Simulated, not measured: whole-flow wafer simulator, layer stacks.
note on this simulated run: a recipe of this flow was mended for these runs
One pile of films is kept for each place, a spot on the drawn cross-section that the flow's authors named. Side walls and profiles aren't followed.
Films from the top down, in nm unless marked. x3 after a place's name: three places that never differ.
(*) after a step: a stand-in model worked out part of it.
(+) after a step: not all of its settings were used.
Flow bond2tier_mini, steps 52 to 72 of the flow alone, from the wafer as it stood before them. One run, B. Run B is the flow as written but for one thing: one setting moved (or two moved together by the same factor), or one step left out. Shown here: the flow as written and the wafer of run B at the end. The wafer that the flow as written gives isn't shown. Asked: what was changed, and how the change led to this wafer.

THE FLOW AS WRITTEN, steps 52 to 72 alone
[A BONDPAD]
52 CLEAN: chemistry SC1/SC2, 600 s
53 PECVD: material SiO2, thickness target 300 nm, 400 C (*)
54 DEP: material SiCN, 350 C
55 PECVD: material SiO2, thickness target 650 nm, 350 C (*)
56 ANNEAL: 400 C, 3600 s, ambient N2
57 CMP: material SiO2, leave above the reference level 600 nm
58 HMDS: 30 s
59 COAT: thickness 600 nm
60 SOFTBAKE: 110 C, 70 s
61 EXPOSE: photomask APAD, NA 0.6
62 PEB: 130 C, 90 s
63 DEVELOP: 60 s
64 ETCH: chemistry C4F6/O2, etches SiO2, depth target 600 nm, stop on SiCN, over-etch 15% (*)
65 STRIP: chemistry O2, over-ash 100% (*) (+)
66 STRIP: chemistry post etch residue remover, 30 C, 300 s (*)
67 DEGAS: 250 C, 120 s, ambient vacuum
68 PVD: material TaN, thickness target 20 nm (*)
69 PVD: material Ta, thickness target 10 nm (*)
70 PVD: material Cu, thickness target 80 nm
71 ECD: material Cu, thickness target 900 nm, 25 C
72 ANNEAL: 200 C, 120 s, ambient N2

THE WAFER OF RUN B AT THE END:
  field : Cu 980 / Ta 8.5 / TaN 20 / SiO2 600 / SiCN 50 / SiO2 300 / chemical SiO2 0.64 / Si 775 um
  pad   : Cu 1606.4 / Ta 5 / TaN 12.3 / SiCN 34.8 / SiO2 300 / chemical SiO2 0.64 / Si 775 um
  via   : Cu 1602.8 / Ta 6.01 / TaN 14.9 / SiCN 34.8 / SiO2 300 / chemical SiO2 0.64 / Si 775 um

The cause: step 69, PVD: thickness target 8.5 nm was run, where the flow has thickness target 10 nm.
It can be read off the wafer: field has Ta 8.5, and step 69 as written asks for 10 nm.

How the change led to this, step by step:
  69 PVD: material Ta, thickness target 10 nm (*)
      field: Ta +8.5 (new film) (as written it would be: Ta +10 (new film))
      pad: Ta +5 (new film) (as written it would be: Ta +5.88 (new film))
      (and at 1 more place)
